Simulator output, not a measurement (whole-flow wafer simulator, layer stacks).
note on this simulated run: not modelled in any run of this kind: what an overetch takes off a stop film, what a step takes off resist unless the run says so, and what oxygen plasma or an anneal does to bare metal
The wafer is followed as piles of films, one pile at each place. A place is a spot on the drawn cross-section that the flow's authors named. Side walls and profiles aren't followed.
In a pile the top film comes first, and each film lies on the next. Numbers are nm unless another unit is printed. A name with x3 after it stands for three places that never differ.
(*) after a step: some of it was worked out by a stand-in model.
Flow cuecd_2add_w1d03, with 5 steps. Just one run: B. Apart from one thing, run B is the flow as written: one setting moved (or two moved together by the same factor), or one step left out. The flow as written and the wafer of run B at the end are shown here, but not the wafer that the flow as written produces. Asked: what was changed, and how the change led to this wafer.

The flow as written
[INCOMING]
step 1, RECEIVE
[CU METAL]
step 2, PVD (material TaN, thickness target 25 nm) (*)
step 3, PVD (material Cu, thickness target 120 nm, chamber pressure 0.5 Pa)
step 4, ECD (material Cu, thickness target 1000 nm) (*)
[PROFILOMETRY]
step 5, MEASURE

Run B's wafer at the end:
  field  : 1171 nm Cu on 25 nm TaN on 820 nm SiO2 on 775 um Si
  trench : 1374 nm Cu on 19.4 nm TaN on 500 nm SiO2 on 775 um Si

What caused this: step 3, PVD: thickness target 171 nm was run, while the flow as written has thickness target 120 nm.

Step by step, how the change led to this:
  step 3, PVD (material Cu, thickness target 120 nm, chamber pressure 0.5 Pa)
      field: Cu gains 171 (new film) (in the flow as written it would be: Cu gains 120 (new film))
      trench: Cu gains 133 (new film) (in the flow as written it would be: Cu gains 93.4 (new film))
